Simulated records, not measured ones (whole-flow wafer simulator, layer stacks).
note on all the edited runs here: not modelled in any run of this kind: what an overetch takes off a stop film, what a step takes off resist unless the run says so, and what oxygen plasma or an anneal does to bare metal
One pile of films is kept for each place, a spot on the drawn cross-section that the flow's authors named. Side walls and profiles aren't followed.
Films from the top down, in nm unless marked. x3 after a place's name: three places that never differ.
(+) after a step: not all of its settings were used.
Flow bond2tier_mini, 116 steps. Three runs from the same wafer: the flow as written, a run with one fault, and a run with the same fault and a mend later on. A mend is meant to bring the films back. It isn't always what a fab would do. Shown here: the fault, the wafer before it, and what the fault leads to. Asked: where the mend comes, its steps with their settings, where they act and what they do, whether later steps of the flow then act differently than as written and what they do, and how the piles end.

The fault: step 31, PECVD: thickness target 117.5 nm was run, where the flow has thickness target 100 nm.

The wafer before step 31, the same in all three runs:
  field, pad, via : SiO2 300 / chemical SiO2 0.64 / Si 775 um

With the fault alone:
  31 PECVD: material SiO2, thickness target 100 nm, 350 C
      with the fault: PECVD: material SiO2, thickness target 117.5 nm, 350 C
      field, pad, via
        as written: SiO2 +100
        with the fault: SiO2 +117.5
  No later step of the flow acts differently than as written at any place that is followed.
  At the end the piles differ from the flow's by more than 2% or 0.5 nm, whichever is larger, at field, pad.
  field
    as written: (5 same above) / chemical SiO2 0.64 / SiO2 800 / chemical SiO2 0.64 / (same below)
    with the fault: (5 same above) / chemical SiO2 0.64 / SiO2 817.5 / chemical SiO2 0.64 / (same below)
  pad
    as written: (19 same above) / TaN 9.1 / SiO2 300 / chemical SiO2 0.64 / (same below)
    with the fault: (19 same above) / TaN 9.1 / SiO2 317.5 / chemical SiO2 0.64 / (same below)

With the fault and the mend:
  The mend comes after step 36.
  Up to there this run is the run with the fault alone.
  36a STRIP: chemistry O2, over-ash 100% (+)
      field
        KrF resist -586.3 (all of it)
  36b ETCH: chemistry CHF3/CF4-rie, etches SiO2, depth target 17.5 nm
      field, pad, via
        SiO2 -17.5
  36c COAT: KrF resist, thickness 600 nm (the flow's step 32 once more)
      field, pad, via
        KrF resist +600 (new film)
  36d SOFTBAKE: KrF resist (the flow's step 33 once more)
      changes no film at any place that is followed
  36e EXPOSE: photomask APAD, NA 0.6 (the flow's step 34 once more)
      changes no film at any place that is followed
  36f PEB: KrF resist (the flow's step 35 once more)
      changes no film at any place that is followed
  36g DEVELOP: developer TMAH-0.26N, 60 s (the flow's step 36 once more)
      pad, via
        KrF resist -600 (all of it)
      field
        KrF resist -13.7
  No later step of the flow acts differently than as written at any place that is followed.
  At the end the piles are the same as the flow's at every place that both follow.
